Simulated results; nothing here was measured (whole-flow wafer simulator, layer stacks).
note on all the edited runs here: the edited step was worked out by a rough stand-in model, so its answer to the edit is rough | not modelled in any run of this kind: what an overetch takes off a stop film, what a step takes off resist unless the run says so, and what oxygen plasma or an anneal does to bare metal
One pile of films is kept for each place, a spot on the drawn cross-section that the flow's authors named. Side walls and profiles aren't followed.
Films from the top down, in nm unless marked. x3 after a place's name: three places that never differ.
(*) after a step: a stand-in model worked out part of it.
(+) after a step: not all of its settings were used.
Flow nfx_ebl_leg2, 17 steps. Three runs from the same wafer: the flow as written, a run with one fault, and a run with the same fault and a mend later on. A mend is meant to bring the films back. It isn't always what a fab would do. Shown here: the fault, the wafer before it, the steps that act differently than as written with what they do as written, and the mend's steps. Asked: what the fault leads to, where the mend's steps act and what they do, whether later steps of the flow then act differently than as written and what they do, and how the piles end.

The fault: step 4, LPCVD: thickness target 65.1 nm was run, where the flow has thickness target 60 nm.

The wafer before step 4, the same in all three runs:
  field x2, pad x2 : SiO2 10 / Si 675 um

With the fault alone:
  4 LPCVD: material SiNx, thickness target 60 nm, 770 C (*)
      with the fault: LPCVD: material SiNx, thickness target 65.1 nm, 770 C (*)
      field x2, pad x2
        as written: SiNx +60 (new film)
        with the fault: SiNx +65.1 (new film)
  Later steps of the flow that act differently than as written:
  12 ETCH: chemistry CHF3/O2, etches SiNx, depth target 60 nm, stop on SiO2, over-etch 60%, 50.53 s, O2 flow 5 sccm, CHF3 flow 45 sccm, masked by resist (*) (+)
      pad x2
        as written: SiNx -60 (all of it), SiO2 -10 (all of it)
        with the fault: SiNx -65.1 (all of it), SiO2 -10 (all of it)
  At the end the piles differ from the flow's by more than 2% or 0.5 nm, whichever is larger, at field x2.
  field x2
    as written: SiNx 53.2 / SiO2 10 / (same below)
    with the fault: SiNx 58.3 / SiO2 10 / (same below)

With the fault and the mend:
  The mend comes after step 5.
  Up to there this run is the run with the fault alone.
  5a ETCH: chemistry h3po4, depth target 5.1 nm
      field x2, pad x2
        SiNx -5.1
  No later step of the flow acts differently than as written at any place that is followed.
  At the end the piles are the same as the flow's at every place that both follow.
